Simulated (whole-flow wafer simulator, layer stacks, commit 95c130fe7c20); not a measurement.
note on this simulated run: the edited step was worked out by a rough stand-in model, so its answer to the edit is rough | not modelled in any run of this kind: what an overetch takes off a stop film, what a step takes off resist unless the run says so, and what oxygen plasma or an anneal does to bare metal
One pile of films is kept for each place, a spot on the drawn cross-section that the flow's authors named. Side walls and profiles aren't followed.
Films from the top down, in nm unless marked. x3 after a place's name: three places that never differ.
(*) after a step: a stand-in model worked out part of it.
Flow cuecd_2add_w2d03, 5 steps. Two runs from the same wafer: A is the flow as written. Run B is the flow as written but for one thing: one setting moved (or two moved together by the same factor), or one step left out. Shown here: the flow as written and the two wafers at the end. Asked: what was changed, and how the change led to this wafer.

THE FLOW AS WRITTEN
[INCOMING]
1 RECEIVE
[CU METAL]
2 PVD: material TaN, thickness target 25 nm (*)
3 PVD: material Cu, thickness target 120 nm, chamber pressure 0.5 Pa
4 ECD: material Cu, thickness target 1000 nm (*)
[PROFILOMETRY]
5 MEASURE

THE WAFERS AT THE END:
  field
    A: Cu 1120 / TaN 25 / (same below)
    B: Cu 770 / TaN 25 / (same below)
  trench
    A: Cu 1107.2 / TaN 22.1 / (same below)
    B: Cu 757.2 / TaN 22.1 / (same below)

The cause: step 4, ECD: thickness target 650 nm was run, where the flow has thickness target 1000 nm.

How the change led to this, step by step:
  4 ECD: material Cu, thickness target 1000 nm (*)
      field, trench: A Cu +1000 | B Cu +650
